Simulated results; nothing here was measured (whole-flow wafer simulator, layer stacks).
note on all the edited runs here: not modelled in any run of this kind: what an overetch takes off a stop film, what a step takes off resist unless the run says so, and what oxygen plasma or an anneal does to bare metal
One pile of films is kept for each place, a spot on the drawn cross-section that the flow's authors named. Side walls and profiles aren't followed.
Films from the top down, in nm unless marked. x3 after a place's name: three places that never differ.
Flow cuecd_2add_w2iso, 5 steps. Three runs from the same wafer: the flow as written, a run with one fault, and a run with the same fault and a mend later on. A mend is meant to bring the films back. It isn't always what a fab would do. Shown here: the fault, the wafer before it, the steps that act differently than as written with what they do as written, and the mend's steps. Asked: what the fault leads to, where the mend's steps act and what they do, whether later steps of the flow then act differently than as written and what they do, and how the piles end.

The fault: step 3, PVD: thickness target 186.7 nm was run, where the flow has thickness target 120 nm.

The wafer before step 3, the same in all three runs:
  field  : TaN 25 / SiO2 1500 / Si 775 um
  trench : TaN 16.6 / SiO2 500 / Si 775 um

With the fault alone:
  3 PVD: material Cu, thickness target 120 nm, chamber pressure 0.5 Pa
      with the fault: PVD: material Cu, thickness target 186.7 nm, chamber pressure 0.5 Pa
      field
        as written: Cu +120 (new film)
        with the fault: Cu +186.7 (new film)
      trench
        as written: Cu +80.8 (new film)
        with the fault: Cu +125.3 (new film)
  No later step of the flow acts differently than as written, at any place that is followed, by more than 2% or 0.5 nm, whichever is larger.
  At the end the piles differ from the flow's by more than 2% or 0.5 nm, whichever is larger, at field, trench.
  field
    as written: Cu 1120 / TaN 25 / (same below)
    with the fault: Cu 1186.7 / TaN 25 / (same below)
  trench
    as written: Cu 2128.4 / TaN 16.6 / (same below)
    with the fault: Cu 2195.1 / TaN 16.6 / (same below)

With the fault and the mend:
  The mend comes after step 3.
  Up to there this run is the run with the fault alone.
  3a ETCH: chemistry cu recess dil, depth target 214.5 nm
      field
        Cu -186.7 (all of it)
      trench
        Cu -125.3 (all of it)
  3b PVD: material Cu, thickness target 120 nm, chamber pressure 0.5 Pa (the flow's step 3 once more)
      field
        Cu +120 (new film)
      trench
        Cu +80.8 (new film)
  No later step of the flow acts differently than as written at any place that is followed.
  At the end the piles are the same as the flow's at every place that both follow.
